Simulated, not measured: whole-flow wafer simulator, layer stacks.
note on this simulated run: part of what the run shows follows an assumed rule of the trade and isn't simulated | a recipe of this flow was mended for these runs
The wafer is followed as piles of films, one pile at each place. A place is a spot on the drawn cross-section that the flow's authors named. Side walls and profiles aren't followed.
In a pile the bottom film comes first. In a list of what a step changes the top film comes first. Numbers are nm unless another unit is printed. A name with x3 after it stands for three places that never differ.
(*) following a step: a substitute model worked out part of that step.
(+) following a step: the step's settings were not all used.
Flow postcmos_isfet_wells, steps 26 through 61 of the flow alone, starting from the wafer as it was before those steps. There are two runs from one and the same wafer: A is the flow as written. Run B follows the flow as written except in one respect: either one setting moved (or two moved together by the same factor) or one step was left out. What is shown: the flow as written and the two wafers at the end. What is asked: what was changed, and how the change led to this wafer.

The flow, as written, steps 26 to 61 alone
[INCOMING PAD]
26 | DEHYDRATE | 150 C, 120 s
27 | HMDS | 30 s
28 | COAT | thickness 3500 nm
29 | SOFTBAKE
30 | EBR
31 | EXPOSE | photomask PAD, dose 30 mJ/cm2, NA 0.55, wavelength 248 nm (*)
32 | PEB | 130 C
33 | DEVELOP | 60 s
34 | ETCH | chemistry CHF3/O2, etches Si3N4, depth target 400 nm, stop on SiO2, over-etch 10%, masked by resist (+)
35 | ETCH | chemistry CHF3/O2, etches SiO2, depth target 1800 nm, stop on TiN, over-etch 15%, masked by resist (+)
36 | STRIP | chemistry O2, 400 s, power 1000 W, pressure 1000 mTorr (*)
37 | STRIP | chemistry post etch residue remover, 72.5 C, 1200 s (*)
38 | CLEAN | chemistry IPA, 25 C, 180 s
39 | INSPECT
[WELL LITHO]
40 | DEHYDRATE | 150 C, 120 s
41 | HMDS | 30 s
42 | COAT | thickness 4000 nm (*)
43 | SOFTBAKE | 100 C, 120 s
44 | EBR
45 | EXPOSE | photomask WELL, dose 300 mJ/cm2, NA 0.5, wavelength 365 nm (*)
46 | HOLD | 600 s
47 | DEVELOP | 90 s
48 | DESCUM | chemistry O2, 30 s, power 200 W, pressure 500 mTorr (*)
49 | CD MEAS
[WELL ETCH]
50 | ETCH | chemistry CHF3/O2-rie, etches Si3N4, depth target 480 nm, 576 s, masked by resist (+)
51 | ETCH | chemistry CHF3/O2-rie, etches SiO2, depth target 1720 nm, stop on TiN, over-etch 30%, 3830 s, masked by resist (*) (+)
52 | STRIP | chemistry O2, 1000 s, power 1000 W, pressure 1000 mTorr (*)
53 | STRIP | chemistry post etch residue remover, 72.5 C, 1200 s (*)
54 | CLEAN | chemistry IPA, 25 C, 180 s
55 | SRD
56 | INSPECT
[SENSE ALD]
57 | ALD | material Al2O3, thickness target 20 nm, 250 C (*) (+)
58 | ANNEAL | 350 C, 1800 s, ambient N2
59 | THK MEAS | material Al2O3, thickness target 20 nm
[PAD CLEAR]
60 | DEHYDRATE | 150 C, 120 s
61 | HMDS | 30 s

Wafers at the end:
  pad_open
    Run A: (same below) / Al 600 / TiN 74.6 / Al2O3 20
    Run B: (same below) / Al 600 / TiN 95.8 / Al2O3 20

The reason: step 34, ETCH: depth target 160 nm was run, though the flow has depth target 400 nm.

Step by step, how the change led to this:
  34 | ETCH | chemistry CHF3/O2, etches Si3N4, depth target 400 nm, stop on SiO2, over-etch 10%, masked by resist (+)
      pad_open: A -400 Si3N4 (all of it), -20 SiO2 | B -176 Si3N4
      field, margin x2, well900 x4, pad_clr: A -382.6 thick-KrF-resist | B -153 thick-KrF-resist
  35 | ETCH | chemistry CHF3/O2, etches SiO2, depth target 1800 nm, stop on TiN, over-etch 15%, masked by resist (+)
      pad_open: A -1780 SiO2 (all of it), -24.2 TiN | B -224 Si3N4 (all of it), -1800 SiO2 (all of it), -2.9 TiN
  36 | STRIP | chemistry O2, 400 s, power 1000 W, pressure 1000 mTorr (*)
      field, margin x2, well900 x4, pad_clr: A -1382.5 thick-KrF-resist (all of it) | B -1592.9 thick-KrF-resist (all of it)
